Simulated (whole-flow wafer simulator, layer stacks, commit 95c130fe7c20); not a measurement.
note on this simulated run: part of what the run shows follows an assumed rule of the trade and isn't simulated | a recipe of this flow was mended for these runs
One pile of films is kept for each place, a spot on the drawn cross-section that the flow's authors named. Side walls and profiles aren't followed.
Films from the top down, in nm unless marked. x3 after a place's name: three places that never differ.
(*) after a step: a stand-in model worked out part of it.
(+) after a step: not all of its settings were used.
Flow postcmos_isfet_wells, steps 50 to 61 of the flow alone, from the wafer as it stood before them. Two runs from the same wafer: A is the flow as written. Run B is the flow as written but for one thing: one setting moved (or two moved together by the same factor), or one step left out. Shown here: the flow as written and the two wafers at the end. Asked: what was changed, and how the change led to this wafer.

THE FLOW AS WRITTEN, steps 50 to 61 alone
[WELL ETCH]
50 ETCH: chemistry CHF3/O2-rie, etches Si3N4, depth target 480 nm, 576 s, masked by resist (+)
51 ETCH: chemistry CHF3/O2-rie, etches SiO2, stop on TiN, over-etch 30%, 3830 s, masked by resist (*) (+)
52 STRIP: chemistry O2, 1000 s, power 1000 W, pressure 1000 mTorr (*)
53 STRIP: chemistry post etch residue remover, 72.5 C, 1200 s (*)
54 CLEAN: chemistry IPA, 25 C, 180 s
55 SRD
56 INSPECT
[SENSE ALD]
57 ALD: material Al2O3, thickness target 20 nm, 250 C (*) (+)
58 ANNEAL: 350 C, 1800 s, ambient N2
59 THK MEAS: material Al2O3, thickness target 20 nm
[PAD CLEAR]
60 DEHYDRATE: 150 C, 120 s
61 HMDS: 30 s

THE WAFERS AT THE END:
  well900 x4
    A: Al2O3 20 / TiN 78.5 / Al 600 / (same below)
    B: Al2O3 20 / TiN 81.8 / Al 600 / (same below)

The cause: step 51, ETCH: over-etch 25.2% was run, where the flow has over-etch 30%.

How the change led to this, step by step:
  51 ETCH: chemistry CHF3/O2-rie, etches SiO2, stop on TiN, over-etch 30%, 3830 s, masked by resist (*) (+)
      well900 x4: A SiO2 -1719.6 (all of it), TiN -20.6 | B SiO2 -1719.6 (all of it), TiN -17.3
